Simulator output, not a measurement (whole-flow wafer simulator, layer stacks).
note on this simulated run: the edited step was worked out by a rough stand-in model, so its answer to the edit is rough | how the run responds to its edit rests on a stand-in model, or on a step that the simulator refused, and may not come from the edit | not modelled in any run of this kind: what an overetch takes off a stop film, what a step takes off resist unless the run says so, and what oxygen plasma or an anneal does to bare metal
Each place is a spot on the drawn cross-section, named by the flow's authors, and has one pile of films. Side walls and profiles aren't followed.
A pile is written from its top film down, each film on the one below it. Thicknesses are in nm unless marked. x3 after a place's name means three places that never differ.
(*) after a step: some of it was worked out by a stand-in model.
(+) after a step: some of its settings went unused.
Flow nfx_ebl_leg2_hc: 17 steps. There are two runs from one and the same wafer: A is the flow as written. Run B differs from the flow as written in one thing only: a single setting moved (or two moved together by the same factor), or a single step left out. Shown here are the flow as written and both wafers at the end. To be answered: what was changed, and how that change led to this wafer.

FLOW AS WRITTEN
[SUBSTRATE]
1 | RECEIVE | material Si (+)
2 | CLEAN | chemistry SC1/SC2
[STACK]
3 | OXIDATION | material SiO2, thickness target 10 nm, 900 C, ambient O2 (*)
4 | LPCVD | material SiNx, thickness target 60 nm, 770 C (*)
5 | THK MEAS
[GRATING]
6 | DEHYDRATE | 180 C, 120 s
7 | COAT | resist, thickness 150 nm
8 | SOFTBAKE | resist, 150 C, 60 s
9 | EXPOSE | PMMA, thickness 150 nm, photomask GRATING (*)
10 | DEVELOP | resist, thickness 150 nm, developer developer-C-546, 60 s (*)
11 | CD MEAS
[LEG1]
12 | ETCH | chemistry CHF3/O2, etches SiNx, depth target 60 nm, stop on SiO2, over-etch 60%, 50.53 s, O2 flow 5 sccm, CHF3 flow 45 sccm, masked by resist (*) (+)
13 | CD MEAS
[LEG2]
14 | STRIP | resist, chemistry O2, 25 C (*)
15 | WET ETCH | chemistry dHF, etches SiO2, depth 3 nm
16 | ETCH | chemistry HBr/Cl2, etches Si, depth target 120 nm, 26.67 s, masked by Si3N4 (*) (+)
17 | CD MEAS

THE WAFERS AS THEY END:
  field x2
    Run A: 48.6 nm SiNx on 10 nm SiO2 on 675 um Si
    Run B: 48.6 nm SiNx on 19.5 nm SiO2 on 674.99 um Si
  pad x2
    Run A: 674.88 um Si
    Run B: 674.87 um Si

Cause: step 3, OXIDATION: 968 C was run, while the flow as written has 900 C.

Step by step, how the change led to this:
  3 | OXIDATION | material SiO2, thickness target 10 nm, 900 C, ambient O2 (*)
      field x2, pad x2: A +10 SiO2 (new film), -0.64 chemical SiO2 (all of it), -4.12 Si | B +19.5 SiO2 (new film), -0.64 chemical SiO2 (all of it), -8.29 Si
  12 | ETCH | chemistry CHF3/O2, etches SiNx, depth target 60 nm, stop on SiO2, over-etch 60%, 50.53 s, O2 flow 5 sccm, CHF3 flow 45 sccm, masked by resist (*) (+)
      pad x2: A -60 SiNx (all of it), -10 SiO2 (all of it) | B -60 SiNx (all of it), -18 SiO2
  14 | STRIP | resist, chemistry O2, 25 C (*)
      pad x2: A +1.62 chemical SiO2 (new film), -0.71 Si | B nothing
  15 | WET ETCH | chemistry dHF, etches SiO2, depth 3 nm
      pad x2: A -1.62 chemical SiO2 (all of it) | B -1.49 SiO2 (all of it)
